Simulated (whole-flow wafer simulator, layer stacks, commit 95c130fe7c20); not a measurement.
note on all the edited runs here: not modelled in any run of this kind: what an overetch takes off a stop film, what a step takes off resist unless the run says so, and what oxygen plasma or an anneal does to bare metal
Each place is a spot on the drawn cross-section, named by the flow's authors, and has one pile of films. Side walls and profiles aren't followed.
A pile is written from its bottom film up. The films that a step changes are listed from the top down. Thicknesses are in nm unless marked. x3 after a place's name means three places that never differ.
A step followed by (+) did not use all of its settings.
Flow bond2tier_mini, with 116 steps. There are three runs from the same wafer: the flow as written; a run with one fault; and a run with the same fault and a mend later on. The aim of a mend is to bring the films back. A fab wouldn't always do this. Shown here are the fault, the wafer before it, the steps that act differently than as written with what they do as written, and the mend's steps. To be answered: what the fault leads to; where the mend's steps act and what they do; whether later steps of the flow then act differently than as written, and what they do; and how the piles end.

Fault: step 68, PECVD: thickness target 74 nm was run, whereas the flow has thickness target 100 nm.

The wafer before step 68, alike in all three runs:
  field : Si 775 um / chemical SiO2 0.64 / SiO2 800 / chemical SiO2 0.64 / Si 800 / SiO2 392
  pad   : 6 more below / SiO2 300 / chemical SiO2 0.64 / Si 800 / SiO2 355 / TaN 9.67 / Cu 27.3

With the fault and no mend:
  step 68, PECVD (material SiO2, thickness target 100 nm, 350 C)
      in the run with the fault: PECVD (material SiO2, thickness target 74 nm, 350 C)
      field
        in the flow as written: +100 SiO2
        in the run with the fault: +74 SiO2
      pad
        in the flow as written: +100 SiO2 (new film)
        in the run with the fault: +74 SiO2 (new film)
  Later steps of the flow acting differently than as written (1 other step is not shown; it differs only slightly, by no more than 2% or 0.5 nm, whichever is larger):
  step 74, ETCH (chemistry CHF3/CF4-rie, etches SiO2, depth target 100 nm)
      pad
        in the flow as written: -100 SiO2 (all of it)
        in the run with the fault: -74 SiO2 (all of it), -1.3 Cu
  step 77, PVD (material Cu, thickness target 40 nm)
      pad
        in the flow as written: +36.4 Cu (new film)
        in the run with the fault: +37.3 Cu (new film)
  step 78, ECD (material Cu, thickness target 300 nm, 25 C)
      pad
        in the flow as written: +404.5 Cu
        in the run with the fault: +378.7 Cu
  By the end, the piles at field, pad depart from the flow's by more than 2% or 0.5 nm, whichever is larger.
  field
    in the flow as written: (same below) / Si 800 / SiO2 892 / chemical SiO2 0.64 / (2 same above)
    in the run with the fault: (same below) / Si 800 / SiO2 866 / chemical SiO2 0.64 / (2 same above)
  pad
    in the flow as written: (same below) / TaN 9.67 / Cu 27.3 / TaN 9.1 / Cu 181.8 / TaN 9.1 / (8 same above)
    in the run with the fault: (same below) / TaN 9.67 / Cu 26 / TaN 9.36 / Cu 156.8 / TaN 9.1 / (8 same above)

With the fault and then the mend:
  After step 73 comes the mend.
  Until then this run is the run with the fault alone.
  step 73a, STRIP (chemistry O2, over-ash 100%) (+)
      field
        -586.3 KrF resist (all of it)
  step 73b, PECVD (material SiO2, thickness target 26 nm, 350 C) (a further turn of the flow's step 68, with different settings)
      field, pad
        +26 SiO2
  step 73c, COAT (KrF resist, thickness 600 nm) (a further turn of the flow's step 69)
      field, pad
        +600 KrF resist (new film)
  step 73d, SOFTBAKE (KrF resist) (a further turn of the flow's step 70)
      leaves every film unchanged at each place that is followed
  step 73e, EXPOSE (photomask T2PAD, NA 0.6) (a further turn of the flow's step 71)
      leaves every film unchanged at each place that is followed
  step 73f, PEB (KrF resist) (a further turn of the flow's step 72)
      leaves every film unchanged at each place that is followed
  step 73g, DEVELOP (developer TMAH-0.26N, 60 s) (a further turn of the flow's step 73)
      field
        -13.7 KrF resist
      pad
        -600 KrF resist (all of it)
  None of the later steps of the flow acts differently than as written at any place that is followed.
  By the end, the piles equal the flow's at every place that both follow.
